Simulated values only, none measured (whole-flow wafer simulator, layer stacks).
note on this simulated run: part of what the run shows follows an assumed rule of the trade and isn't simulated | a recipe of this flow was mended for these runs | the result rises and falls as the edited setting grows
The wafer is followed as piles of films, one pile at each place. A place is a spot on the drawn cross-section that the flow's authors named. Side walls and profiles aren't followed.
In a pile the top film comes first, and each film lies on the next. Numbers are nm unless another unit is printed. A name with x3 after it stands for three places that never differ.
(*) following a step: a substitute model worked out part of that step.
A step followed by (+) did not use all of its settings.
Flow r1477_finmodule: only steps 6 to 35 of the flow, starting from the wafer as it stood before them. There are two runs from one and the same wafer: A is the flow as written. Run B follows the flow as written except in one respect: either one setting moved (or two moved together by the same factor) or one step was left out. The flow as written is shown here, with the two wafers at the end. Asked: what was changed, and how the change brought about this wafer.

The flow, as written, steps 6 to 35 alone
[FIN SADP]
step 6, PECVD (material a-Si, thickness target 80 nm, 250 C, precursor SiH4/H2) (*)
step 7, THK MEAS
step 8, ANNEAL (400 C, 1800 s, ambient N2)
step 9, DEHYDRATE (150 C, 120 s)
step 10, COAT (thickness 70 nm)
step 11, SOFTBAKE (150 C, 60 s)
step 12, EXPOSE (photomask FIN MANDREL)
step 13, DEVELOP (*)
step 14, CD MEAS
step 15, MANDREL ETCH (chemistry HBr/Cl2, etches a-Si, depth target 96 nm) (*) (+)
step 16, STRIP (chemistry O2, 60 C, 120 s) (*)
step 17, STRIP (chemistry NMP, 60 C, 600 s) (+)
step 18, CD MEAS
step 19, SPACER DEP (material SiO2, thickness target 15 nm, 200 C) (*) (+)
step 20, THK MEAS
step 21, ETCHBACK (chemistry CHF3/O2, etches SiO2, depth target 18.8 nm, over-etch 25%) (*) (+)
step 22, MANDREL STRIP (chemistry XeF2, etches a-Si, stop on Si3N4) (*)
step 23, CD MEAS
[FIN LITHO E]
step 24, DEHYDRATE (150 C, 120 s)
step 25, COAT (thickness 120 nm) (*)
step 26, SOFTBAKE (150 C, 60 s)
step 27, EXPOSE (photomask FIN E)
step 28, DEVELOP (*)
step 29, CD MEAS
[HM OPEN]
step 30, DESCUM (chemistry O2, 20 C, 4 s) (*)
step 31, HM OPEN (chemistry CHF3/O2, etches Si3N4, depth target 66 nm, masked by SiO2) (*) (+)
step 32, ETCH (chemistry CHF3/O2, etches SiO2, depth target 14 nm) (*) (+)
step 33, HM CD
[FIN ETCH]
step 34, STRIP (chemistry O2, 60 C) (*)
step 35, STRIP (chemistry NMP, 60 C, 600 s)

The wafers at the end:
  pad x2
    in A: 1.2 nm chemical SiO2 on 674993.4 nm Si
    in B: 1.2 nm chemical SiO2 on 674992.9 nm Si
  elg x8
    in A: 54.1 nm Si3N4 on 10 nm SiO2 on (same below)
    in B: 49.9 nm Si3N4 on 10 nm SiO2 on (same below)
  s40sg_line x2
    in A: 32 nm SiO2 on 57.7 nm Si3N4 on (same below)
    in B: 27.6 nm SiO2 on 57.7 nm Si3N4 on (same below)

Cause: step 21, ETCHBACK: depth target 23.3 nm was run, whereas the flow has depth target 18.8 nm.

Step by step, how the change led to this:
  step 21, ETCHBACK (chemistry CHF3/O2, etches SiO2, depth target 18.8 nm, over-etch 25%) (*) (+)
      pad x2, elg x8, esg x2 and 12 more: A -15 SiO2 (all of it), -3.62 Si3N4 | B -15 SiO2 (all of it), -7.85 Si3N4
      s40cg x2, s45cg x2, s50cg x2: A -15 SiO2 (all of it), -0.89 chemical SiO2 (all of it), -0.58 a-Si | B -15 SiO2 (all of it), -0.89 chemical SiO2 (all of it), -1.47 a-Si
  step 25, COAT (thickness 120 nm) (*)
      s40cg x2: A +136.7 e-beam-resist (new film) | B +133.9 e-beam-resist (new film)
      s40sg_line x2: A +60 e-beam-resist (new film) | B +61.6 e-beam-resist (new film)
      (and at 4 other places as well)
  step 28, DEVELOP (*)
      s40cg x2: A -136.7 e-beam-resist (all of it) | B -133.9 e-beam-resist (all of it)
      s40sg_line x2: A -60 e-beam-resist (all of it) | B -61.6 e-beam-resist (all of it)
      (and at 4 other places as well)
  step 31, HM OPEN (chemistry CHF3/O2, etches Si3N4, depth target 66 nm, masked by SiO2) (*) (+)
      pad x2, esg x2, e40sg x2, e100sg x2, e200sg x2, s40sg x2, s45sg x2, s50sg x2: A -54.1 Si3N4 (all of it), -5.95 SiO2 | B -49.9 Si3N4 (all of it), -8.07 SiO2
  step 32, ETCH (chemistry CHF3/O2, etches SiO2, depth target 14 nm) (*) (+)
      pad x2, esg x2, e40sg x2, e100sg x2, e200sg x2, s40sg x2, s45sg x2, s50sg x2: A -4.05 SiO2 (all of it), -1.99 Si | B -1.93 SiO2 (all of it), -2.41 Si
